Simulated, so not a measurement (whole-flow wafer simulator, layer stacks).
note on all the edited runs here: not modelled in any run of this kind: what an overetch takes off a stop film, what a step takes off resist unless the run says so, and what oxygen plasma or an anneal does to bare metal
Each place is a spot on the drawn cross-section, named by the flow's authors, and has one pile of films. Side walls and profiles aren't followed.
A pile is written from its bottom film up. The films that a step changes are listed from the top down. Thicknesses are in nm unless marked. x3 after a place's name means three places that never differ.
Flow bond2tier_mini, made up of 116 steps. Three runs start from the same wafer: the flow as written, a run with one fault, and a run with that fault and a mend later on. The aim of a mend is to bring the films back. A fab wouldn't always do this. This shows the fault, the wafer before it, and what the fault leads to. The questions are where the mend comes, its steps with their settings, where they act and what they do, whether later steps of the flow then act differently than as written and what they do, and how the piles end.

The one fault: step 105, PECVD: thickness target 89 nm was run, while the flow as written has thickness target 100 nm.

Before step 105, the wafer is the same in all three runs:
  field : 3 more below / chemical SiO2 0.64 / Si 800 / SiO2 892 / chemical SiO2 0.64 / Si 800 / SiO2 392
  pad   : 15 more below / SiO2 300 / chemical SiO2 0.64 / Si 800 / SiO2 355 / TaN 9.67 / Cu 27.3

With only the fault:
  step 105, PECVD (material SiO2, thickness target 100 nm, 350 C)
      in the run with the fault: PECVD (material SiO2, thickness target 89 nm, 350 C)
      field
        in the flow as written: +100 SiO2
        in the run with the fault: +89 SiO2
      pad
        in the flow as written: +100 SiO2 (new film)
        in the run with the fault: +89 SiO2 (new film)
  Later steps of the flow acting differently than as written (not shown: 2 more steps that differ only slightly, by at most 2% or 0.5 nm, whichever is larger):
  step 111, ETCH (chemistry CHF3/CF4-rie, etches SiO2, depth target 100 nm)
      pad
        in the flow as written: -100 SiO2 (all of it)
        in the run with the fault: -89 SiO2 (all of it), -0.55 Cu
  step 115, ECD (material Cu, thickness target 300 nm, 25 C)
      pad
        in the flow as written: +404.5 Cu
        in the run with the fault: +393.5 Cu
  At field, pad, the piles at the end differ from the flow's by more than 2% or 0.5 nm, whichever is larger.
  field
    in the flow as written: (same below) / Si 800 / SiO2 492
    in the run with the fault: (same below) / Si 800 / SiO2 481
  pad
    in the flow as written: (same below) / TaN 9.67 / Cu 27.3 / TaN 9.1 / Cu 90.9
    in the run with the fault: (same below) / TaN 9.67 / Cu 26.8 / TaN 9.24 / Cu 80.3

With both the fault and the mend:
  After step 105 comes the mend.
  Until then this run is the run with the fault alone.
  step 105a, PECVD (material SiO2, thickness target 11 nm, 350 C) (a further turn of the flow's step 105, with different settings)
      field, pad
        +11 SiO2
  Later steps of the flow that are run all act as written at every place that is followed.
  At every place that both follow, the piles at the end match the flow's.
